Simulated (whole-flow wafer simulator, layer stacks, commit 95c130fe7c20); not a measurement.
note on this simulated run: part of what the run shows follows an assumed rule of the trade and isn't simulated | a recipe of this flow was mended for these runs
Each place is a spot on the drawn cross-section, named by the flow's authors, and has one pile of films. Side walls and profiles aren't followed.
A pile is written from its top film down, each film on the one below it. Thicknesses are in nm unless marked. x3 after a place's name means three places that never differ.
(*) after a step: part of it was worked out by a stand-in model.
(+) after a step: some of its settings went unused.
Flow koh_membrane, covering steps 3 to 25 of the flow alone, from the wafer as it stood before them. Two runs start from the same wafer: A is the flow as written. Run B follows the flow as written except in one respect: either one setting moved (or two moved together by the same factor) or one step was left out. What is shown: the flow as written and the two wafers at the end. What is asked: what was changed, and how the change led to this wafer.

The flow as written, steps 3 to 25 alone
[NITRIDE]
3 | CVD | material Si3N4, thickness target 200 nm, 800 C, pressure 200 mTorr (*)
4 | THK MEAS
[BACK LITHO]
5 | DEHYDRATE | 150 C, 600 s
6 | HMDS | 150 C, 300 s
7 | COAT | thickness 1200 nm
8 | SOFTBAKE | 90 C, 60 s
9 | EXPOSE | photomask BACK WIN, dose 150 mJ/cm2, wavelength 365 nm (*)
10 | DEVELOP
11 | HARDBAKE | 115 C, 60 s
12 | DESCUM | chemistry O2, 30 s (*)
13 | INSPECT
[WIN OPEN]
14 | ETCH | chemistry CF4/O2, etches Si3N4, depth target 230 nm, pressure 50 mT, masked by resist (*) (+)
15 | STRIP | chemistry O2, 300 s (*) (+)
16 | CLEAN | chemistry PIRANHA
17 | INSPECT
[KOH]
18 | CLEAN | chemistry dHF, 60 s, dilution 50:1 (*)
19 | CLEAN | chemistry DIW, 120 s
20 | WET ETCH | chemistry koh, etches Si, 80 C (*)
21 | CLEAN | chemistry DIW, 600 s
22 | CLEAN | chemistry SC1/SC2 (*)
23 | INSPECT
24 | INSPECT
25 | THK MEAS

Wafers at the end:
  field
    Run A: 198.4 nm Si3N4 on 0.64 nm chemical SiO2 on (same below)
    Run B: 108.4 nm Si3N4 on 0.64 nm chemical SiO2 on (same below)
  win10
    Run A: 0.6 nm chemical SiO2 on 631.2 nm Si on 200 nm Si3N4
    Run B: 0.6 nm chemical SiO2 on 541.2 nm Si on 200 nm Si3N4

Cause: step 3, CVD: thickness target 110 nm was run, though the flow has thickness target 200 nm.

The path from the change to this, step by step:
  3 | CVD | material Si3N4, thickness target 200 nm, 800 C, pressure 200 mTorr (*)
      field, win20 x4, win10: A Si3N4 gains 200 (new film) | B Si3N4 gains 110 (new film)
  14 | ETCH | chemistry CF4/O2, etches Si3N4, depth target 230 nm, pressure 50 mT, masked by resist (*) (+)
      win20 x4, win10: A Si3N4 loses 200 (all of it), chemical SiO2 loses 0.64 (all of it), Si loses 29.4 | B Si3N4 loses 110 (all of it), chemical SiO2 loses 0.64 (all of it), Si loses 119.4
